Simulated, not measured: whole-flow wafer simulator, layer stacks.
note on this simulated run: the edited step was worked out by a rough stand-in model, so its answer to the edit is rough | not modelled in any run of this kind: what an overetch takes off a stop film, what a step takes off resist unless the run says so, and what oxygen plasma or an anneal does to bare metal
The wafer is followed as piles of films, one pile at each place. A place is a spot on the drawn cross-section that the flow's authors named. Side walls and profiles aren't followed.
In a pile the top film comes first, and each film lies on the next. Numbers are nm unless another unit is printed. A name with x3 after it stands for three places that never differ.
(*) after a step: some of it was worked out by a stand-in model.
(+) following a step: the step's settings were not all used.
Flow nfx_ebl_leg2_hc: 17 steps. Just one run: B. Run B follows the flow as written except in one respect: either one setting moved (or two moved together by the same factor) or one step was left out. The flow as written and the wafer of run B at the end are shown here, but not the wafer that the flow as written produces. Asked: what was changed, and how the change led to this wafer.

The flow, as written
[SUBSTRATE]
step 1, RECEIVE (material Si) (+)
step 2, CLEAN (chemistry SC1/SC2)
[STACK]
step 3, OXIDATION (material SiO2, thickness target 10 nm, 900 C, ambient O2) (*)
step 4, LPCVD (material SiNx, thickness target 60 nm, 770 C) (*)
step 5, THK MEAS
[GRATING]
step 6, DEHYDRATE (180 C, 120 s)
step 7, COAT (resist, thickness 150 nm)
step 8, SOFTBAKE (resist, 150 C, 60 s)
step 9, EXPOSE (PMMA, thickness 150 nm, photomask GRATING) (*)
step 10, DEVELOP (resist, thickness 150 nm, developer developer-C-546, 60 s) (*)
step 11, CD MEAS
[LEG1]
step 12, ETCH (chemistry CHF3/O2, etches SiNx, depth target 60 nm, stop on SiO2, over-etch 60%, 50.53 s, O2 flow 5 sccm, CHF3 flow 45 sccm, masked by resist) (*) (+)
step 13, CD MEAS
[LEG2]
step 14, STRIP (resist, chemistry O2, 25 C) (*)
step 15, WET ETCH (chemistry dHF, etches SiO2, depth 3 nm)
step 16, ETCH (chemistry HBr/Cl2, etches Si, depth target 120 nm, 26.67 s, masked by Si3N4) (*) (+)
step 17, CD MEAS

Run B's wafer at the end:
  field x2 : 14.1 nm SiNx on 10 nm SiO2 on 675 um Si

What caused this: step 4, LPCVD: thickness target 25.5 nm was run, though the flow has thickness target 60 nm.

The path from the change to this, step by step:
  step 4, LPCVD (material SiNx, thickness target 60 nm, 770 C) (*)
      field x2, pad x2: +25.5 SiNx (new film) (it would be, as written: +60 SiNx (new film))
  step 12, ETCH (chemistry CHF3/O2, etches SiNx, depth target 60 nm, stop on SiO2, over-etch 60%, 50.53 s, O2 flow 5 sccm, CHF3 flow 45 sccm, masked by resist) (*) (+)
      pad x2: -25.5 SiNx (all of it), -10 SiO2 (all of it) (it would be, as written: -60 SiNx (all of it), -10 SiO2 (all of it))
